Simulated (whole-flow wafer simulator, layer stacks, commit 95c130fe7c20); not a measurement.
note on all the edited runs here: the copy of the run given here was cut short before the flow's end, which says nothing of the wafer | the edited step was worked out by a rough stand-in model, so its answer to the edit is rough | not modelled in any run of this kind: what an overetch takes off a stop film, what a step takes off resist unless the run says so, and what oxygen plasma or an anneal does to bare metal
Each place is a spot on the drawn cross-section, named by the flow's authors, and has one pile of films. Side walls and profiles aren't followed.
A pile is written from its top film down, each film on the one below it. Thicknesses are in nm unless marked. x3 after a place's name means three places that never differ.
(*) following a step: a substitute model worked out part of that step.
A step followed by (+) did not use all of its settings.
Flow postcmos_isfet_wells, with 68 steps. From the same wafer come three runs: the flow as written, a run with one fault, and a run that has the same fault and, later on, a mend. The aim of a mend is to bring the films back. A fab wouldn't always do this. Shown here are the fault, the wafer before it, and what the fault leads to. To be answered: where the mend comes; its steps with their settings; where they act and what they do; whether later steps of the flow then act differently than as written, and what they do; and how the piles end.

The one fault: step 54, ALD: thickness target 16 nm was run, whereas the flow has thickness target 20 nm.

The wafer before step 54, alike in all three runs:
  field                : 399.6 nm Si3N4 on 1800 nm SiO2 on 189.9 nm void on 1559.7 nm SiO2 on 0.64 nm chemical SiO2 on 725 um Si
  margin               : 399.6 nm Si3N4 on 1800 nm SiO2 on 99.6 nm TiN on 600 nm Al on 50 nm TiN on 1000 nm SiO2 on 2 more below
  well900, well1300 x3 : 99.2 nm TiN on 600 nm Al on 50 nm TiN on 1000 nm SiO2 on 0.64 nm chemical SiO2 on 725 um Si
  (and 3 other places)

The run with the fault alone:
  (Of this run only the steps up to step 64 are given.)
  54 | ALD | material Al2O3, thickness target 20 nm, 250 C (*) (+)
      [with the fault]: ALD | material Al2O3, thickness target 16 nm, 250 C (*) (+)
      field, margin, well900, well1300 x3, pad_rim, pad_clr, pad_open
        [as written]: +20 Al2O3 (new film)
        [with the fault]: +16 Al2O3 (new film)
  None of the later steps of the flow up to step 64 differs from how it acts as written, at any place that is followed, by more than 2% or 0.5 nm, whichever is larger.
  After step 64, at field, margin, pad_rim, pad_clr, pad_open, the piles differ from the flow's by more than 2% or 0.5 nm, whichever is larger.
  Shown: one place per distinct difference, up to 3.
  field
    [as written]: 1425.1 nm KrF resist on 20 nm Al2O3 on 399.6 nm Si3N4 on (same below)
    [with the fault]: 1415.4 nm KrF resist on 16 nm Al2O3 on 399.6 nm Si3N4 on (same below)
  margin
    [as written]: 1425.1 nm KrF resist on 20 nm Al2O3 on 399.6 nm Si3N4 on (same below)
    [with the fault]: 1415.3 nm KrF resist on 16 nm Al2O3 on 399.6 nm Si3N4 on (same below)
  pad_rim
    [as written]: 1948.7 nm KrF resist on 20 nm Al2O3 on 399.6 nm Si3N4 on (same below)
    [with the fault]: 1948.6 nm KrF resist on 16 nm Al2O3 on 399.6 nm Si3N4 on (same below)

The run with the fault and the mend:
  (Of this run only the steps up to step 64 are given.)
  The mend follows step 54.
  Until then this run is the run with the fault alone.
  54a | ALD | material Al2O3, thickness target 4 nm, 250 C (*) (+) (a further turn of the flow's step 54, with different settings)
      field, margin, well900, well1300 x3, pad_rim, pad_clr, pad_open
        +4 Al2O3
  None of the later steps of the flow up to step 64 acts differently than as written at any place that is followed.
  Once step 64 is done, the piles equal the flow's at every place that both follow.
